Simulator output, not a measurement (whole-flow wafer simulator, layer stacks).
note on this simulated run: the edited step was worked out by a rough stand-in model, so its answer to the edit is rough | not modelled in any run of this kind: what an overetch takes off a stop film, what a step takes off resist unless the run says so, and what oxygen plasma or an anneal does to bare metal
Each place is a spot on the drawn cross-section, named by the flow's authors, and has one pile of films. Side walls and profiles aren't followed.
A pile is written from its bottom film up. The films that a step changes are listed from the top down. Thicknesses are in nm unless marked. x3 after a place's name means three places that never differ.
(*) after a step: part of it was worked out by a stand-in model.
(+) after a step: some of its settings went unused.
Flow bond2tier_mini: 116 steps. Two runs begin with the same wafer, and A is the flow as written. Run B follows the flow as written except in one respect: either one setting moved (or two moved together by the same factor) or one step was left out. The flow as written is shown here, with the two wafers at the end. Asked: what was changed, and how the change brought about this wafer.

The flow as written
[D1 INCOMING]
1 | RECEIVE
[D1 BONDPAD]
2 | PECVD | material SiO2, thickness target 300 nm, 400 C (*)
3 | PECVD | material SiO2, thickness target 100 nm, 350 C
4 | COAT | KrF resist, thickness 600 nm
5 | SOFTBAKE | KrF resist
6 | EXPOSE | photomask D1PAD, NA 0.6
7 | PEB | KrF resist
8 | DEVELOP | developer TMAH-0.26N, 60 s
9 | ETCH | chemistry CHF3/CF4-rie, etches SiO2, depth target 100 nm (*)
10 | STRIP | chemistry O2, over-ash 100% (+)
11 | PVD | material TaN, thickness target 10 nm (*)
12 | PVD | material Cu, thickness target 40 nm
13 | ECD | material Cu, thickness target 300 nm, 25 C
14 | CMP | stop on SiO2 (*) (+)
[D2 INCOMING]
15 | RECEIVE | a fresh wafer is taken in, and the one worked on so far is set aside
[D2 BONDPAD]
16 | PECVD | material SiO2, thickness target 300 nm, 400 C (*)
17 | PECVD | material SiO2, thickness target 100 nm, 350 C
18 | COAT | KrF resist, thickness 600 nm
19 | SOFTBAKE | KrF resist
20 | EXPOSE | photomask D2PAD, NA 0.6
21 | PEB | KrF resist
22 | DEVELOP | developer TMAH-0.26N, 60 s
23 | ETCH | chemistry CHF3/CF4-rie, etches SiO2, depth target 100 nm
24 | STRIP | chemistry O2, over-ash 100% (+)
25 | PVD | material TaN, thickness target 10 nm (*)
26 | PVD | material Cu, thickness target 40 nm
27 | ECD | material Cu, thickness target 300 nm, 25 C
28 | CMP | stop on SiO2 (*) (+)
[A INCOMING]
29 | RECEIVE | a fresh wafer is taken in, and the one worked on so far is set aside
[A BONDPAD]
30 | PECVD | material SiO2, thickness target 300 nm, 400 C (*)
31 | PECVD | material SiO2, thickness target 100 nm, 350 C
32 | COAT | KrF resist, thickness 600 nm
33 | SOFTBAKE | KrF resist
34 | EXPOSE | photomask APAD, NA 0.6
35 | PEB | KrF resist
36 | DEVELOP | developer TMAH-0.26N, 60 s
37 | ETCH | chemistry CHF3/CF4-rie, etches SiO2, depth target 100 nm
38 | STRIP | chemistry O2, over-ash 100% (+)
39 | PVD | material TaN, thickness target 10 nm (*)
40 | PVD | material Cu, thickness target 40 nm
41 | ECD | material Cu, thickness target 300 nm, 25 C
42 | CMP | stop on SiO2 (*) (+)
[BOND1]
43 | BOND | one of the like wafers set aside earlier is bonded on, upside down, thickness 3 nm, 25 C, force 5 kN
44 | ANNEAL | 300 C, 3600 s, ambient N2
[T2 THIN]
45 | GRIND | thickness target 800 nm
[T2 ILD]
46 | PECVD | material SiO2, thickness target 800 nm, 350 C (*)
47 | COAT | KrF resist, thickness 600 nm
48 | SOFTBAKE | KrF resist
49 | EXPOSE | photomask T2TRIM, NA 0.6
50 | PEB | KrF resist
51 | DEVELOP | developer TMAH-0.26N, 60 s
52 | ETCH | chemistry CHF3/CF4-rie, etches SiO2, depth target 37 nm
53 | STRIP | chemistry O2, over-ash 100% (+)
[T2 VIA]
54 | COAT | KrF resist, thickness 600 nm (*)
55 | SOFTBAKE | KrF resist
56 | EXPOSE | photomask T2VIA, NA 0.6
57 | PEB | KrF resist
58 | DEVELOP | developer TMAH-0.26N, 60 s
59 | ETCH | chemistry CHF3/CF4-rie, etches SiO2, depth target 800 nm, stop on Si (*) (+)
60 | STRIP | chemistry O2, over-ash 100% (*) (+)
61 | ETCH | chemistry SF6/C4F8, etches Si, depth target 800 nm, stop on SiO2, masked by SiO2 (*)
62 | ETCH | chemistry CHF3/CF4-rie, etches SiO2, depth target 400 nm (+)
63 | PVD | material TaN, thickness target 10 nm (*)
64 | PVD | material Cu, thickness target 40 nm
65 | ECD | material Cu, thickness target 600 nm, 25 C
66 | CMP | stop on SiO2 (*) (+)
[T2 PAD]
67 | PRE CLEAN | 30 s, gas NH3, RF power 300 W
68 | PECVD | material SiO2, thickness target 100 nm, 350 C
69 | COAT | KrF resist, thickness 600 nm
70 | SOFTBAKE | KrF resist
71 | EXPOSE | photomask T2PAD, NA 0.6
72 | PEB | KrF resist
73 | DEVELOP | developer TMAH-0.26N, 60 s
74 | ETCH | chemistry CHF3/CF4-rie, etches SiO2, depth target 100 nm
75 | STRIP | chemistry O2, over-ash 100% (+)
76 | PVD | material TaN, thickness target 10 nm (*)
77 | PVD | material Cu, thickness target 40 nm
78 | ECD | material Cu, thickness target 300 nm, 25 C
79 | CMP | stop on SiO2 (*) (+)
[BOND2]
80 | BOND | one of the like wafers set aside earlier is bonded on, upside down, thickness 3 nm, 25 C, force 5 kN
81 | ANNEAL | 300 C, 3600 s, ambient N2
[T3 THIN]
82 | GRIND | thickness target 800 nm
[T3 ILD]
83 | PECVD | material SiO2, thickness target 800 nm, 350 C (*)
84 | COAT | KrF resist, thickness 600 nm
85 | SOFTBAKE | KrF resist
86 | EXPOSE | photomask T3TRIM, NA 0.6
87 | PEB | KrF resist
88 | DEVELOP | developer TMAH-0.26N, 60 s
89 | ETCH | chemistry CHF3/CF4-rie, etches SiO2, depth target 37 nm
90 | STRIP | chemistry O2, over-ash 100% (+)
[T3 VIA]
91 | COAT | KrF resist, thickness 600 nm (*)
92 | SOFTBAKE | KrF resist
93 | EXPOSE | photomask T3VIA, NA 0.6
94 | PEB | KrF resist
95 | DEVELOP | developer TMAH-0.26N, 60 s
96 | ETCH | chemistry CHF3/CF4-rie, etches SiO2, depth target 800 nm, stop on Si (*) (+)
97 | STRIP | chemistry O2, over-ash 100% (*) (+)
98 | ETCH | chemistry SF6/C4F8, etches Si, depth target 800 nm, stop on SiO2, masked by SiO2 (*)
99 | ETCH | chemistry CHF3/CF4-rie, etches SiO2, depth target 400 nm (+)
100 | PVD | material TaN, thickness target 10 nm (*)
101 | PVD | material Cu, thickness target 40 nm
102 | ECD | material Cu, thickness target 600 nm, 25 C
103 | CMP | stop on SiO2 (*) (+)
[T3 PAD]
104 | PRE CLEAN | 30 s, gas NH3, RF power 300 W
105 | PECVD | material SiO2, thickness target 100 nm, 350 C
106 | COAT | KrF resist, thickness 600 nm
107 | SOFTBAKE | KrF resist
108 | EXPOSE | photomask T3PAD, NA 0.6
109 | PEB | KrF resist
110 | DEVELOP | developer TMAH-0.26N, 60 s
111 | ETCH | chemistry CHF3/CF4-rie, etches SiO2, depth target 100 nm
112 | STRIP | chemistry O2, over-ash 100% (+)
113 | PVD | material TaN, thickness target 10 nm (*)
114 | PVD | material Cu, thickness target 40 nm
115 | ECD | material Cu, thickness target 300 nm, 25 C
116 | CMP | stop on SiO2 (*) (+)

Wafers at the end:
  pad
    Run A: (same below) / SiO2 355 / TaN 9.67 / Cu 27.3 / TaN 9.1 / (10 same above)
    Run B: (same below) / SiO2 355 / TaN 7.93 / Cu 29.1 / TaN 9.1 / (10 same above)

The reason: step 63, PVD: thickness target 8.2 nm was run, while the flow as written has thickness target 10 nm.

Step by step, how the change led to this:
  63 | PVD | material TaN, thickness target 10 nm (*)
      field: A +10 TaN (new film) | B +8.2 TaN (new film)
      pad: A +9.67 TaN (new film) | B +7.93 TaN (new film)
  66 | CMP | stop on SiO2 (*) (+)
      field: A -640 Cu (all of it), -10 TaN (all of it) | B -640 Cu (all of it), -8.2 TaN (all of it)
